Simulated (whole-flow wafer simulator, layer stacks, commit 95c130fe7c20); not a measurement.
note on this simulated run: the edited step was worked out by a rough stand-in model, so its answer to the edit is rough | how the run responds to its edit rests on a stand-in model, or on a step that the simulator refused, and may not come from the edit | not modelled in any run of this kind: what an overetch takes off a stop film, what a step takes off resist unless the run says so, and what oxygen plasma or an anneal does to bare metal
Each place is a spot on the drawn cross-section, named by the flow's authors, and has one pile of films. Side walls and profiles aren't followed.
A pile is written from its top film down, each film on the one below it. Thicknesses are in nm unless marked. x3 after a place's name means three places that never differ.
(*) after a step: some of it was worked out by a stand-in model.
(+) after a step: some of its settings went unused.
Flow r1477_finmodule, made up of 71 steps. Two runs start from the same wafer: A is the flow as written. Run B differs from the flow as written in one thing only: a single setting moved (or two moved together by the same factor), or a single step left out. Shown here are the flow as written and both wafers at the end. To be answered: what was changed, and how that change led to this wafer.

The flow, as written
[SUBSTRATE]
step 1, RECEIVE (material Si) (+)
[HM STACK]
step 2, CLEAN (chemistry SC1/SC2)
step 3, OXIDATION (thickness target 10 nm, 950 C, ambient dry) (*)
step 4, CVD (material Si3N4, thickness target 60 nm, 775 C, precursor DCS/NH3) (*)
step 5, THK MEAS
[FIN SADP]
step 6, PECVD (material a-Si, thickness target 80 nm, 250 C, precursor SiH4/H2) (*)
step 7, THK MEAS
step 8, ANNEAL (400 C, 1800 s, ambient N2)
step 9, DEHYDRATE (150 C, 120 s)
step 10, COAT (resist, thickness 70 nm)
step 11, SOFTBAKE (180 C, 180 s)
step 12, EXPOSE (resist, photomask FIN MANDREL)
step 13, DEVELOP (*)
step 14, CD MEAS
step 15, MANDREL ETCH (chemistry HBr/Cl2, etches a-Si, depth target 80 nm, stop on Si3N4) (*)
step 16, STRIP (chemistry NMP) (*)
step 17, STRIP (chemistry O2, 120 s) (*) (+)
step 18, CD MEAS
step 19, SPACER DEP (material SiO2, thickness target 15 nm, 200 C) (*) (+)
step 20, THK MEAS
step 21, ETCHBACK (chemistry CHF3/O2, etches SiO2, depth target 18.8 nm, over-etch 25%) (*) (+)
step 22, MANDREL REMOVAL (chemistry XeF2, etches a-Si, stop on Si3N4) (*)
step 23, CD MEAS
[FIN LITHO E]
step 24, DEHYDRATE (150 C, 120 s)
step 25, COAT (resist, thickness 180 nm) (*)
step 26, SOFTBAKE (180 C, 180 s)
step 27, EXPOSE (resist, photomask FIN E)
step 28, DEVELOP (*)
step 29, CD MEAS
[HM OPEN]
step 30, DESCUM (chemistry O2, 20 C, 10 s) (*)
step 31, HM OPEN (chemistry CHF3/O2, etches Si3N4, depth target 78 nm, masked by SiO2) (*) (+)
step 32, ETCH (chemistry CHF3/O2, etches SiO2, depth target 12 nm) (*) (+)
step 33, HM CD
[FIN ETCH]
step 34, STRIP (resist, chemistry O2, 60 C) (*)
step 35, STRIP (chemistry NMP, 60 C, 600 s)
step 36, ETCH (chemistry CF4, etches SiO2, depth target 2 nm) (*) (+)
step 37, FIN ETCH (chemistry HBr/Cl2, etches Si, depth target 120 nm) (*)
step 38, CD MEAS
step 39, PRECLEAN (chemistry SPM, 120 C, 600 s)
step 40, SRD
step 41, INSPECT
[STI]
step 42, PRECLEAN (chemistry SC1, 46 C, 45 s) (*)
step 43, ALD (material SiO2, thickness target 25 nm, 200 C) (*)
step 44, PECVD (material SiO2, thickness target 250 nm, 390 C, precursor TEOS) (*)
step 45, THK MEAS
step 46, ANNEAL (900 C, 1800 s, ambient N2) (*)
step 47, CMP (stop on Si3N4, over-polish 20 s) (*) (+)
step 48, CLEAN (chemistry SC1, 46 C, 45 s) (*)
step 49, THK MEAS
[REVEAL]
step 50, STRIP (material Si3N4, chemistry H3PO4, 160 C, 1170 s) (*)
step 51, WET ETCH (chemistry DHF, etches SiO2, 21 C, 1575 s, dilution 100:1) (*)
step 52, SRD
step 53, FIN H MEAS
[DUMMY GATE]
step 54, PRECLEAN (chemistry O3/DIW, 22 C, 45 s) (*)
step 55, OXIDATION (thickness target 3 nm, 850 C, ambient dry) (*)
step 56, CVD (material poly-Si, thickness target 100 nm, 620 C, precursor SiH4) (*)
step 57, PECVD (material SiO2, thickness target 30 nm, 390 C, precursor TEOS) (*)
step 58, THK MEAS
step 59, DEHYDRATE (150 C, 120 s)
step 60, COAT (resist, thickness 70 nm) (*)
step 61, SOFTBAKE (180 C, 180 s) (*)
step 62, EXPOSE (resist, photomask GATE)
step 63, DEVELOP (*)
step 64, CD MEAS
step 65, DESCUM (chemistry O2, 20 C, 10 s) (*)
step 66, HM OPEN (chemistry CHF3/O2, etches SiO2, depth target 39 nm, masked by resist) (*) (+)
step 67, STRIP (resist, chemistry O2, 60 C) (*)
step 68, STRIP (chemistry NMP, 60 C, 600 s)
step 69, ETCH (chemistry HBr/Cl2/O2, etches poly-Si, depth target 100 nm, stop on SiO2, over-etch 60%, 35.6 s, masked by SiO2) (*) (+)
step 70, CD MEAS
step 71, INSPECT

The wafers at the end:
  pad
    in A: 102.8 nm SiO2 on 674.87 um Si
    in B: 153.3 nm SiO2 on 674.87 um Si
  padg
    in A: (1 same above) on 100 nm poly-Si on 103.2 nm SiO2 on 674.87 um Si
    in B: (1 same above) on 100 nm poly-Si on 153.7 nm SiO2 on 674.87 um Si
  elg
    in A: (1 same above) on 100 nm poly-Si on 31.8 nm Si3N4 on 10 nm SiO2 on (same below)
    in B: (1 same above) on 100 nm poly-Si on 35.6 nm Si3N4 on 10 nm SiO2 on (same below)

Cause: step 51, WET ETCH: 646 s was run, though the flow has 1575 s.

The path from the change to this, step by step:
  step 51, WET ETCH (chemistry DHF, etches SiO2, 21 C, 1575 s, dilution 100:1) (*)
      pad, padg, e40sg and 12 more: A SiO2 loses 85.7 | B SiO2 loses 35.1
      elg, e40lg, e100lg, e200lg, elo, e40lo, e100lo, e200lo: A SiO2 loses 17.8 (all of it), Si3N4 loses 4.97 | B SiO2 loses 17.8 (all of it), Si3N4 loses 1.18
      (and at 7 other places as well)
  step 56, CVD (material poly-Si, thickness target 100 nm, 620 C, precursor SiH4) (*)
      s40sg_line, s45sg_line, s50sg_line, s40so_line, s45so_line, s50so_line: A poly-Si gains 100 (new film) | B poly-Si gains 128 (new film)
      s40cg, s40co: A poly-Si gains 113.9 (new film) | B poly-Si gains 100 (new film)
      (and at 5 other places as well)
  step 60, COAT (resist, thickness 70 nm) (*)
      e40lg, e100lg, elo, e40lo, e100lo: A resist gains 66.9 (new film) | B resist gains 69.2 (new film)
      e40sg, eso, e40so: A resist gains 129.5 (new film) | B resist gains 85.1 (new film)
      (and at 23 other places as well)
  step 63, DEVELOP (*)
      elo, e40lo, e100lo: A resist loses 66.9 (all of it) | B resist loses 69.2 (all of it)
      eso, e40so: A resist loses 129.5 (all of it) | B resist loses 85.1 (all of it)
      (and at 11 other places as well)
  step 67, STRIP (resist, chemistry O2, 60 C) (*)
      e40lg, e100lg: A resist loses 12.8 (all of it) | B resist loses 15.1 (all of it)
      elg: A resist loses 15.9 (all of it) | B resist loses 15.2 (all of it)
      (and at 13 other places as well)
  step 69, ETCH (chemistry HBr/Cl2/O2, etches poly-Si, depth target 100 nm, stop on SiO2, over-etch 60%, 35.6 s, masked by SiO2) (*) (+)
      s40so_line, s45so_line, s50so_line: A chemical SiO2 loses 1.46 (all of it), poly-Si loses 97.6 (all of it), SiO2 loses 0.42 | B chemical SiO2 loses 1.17 (all of it), poly-Si loses 125.7 (all of it), SiO2 loses 0.17
      s40co: A chemical SiO2 loses 1.46 (all of it), poly-Si loses 111.5 (all of it), SiO2 loses 0.24 | B chemical SiO2 loses 1.17 (all of it), poly-Si loses 97.7 (all of it), SiO2 loses 0.42
      (and at 2 other places as well)
